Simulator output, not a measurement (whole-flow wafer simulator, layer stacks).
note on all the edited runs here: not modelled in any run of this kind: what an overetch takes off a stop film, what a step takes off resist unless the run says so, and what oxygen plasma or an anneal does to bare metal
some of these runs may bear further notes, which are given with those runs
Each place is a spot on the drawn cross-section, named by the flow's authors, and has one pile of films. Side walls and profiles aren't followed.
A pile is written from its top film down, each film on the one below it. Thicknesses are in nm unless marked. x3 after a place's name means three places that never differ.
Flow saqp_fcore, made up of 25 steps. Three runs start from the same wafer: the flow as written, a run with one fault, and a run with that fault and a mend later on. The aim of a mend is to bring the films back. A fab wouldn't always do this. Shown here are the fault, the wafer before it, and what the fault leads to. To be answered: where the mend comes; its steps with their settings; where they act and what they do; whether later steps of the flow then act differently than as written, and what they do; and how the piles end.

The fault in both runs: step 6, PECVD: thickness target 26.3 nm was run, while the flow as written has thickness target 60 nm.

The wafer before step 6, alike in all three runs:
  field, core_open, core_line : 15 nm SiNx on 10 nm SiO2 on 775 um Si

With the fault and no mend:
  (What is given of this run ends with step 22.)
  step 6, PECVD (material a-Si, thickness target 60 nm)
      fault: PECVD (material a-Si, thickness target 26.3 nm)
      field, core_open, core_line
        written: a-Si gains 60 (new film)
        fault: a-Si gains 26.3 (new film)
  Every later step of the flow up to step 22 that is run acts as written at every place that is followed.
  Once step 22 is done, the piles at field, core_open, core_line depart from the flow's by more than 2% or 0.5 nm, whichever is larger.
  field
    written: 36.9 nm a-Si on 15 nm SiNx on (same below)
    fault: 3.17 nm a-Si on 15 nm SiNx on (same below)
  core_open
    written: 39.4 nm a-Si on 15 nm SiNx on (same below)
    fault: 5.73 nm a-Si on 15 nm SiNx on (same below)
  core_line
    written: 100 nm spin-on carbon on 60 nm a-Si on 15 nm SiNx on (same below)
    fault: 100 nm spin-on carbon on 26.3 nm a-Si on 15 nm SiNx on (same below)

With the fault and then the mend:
  The mend stands after step 7.
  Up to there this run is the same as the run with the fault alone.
  step 7a, ETCH (chemistry tmah, depth target 30.24 nm)
      field, core_open, core_line
        a-Si loses 26.3 (all of it)
  step 7b, PECVD (material a-Si, thickness target 60 nm) (the flow's step 6, run once more)
      field, core_open, core_line
        a-Si gains 60 (new film)
  Every later step of the flow that is run acts as written at every place that is followed.
  By the end, the piles equal the flow's at every place that both follow.
